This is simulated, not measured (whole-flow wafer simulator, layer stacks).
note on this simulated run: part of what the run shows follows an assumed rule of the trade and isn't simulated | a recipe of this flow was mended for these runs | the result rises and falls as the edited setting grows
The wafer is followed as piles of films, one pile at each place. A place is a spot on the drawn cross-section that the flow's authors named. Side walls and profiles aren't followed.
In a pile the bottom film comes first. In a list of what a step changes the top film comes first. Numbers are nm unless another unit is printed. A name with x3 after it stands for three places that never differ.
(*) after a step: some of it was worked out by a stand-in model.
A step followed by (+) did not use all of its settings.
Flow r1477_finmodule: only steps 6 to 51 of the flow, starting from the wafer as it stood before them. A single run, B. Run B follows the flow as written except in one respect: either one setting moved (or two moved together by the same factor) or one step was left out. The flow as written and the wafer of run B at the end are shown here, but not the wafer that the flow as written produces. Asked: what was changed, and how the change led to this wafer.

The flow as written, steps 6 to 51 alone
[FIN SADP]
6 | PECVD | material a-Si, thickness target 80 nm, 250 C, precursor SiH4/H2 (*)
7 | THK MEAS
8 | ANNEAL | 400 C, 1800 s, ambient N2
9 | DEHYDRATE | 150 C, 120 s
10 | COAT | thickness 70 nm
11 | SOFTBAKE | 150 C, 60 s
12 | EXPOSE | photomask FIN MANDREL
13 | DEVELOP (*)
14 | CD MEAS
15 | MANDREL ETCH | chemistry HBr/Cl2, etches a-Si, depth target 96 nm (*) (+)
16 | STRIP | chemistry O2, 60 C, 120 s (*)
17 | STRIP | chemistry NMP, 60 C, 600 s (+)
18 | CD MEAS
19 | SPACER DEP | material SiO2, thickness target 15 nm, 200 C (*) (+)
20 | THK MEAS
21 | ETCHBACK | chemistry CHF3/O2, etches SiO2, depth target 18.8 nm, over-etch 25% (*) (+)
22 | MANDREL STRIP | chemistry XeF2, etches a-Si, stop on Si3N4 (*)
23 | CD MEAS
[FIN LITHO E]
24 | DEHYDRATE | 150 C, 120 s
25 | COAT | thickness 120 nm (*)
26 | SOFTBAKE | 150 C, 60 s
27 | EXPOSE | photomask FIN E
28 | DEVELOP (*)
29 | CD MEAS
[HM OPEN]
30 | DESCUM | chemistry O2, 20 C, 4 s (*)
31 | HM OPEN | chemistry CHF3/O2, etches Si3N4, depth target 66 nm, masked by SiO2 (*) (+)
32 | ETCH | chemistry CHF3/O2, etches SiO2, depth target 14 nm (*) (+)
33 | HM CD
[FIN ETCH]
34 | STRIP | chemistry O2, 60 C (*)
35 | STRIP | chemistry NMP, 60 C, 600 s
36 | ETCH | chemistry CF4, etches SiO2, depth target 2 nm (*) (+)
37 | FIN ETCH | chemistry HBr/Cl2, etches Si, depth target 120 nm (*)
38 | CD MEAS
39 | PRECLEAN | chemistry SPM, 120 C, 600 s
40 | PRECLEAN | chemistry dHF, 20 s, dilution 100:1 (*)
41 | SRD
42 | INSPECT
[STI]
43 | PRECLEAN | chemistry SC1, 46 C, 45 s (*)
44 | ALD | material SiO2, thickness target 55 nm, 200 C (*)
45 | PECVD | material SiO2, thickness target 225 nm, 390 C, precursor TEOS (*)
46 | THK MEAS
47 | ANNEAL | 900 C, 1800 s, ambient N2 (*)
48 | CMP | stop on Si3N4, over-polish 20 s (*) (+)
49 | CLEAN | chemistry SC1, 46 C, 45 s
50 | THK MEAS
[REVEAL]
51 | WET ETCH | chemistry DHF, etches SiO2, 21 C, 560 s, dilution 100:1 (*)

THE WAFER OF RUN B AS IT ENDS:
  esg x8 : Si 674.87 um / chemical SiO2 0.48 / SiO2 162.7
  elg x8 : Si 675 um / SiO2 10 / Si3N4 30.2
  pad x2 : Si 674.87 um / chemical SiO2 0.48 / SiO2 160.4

What caused this: step 21, ETCHBACK: depth target 22.9 nm was run, though the flow has depth target 18.8 nm.

The path from the change to this, step by step:
  21 | ETCHBACK | chemistry CHF3/O2, etches SiO2, depth target 18.8 nm, over-etch 25% (*) (+)
      pad x2, elg x8, esg x8, s40sg x2, s45sg x2, s50sg x2: -15 SiO2 (all of it), -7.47 Si3N4 (in the flow as written it would be: -15 SiO2 (all of it), -3.62 Si3N4)
      s40cg x2, s45cg x2, s50cg x2: -15 SiO2 (all of it), -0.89 chemical SiO2 (all of it), -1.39 a-Si (in the flow as written it would be: -15 SiO2 (all of it), -0.89 chemical SiO2 (all of it), -0.58 a-Si)
  25 | COAT | thickness 120 nm (*)
      s40sg_line x2: +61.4 e-beam-resist (new film) (in the flow as written it would be: +60 e-beam-resist (new film))
      s45sg_line x2: +61.8 e-beam-resist (new film) (in the flow as written it would be: +60.3 e-beam-resist (new film))
      (and at 2 other places as well)
  28 | DEVELOP (*)
      s40sg_line x2: -61.4 e-beam-resist (all of it) (in the flow as written it would be: -60 e-beam-resist (all of it))
      s45sg_line x2: -61.8 e-beam-resist (all of it) (in the flow as written it would be: -60.3 e-beam-resist (all of it))
      (and at 2 other places as well)
  31 | HM OPEN | chemistry CHF3/O2, etches Si3N4, depth target 66 nm, masked by SiO2 (*) (+)
      pad x2, esg x8, s40sg x2, s45sg x2, s50sg x2: -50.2 Si3N4 (all of it), -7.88 SiO2 (in the flow as written it would be: -54.1 Si3N4 (all of it), -5.95 SiO2)
  32 | ETCH | chemistry CHF3/O2, etches SiO2, depth target 14 nm (*) (+)
      pad x2, esg x8, s40sg x2, s45sg x2, s50sg x2: -2.12 SiO2 (all of it), -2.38 Si (in the flow as written it would be: -4.05 SiO2 (all of it), -1.99 Si)
  51 | WET ETCH | chemistry DHF, etches SiO2, 21 C, 560 s, dilution 100:1 (*)
      elg x8: -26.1 SiO2 (all of it), -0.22 Si3N4 (in the flow as written it would be: -22.3 SiO2 (all of it), -0.41 Si3N4)
